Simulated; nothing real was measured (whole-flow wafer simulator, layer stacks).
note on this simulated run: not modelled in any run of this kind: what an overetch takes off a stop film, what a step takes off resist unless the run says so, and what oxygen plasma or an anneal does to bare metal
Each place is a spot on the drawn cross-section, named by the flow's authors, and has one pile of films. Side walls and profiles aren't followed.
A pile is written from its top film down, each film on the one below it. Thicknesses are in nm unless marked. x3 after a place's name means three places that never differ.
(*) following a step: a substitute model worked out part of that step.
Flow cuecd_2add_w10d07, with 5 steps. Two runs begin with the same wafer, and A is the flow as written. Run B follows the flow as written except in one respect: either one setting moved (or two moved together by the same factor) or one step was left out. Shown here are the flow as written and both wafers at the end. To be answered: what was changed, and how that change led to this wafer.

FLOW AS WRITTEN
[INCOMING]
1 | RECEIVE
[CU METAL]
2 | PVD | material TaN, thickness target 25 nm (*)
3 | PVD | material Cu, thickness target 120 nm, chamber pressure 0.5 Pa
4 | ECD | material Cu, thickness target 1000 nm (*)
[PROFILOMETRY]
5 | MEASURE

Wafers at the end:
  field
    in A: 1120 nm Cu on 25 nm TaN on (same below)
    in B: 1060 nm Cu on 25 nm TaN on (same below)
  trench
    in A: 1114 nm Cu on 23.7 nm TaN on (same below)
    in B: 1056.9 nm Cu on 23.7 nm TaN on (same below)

The reason: step 3, PVD: thickness target 60 nm was run, whereas the flow has thickness target 120 nm.

Step by step, how the change led to this:
  3 | PVD | material Cu, thickness target 120 nm, chamber pressure 0.5 Pa
      field: A +120 Cu (new film) | B +60 Cu (new film)
      trench: A +114 Cu (new film) | B +56.9 Cu (new film)
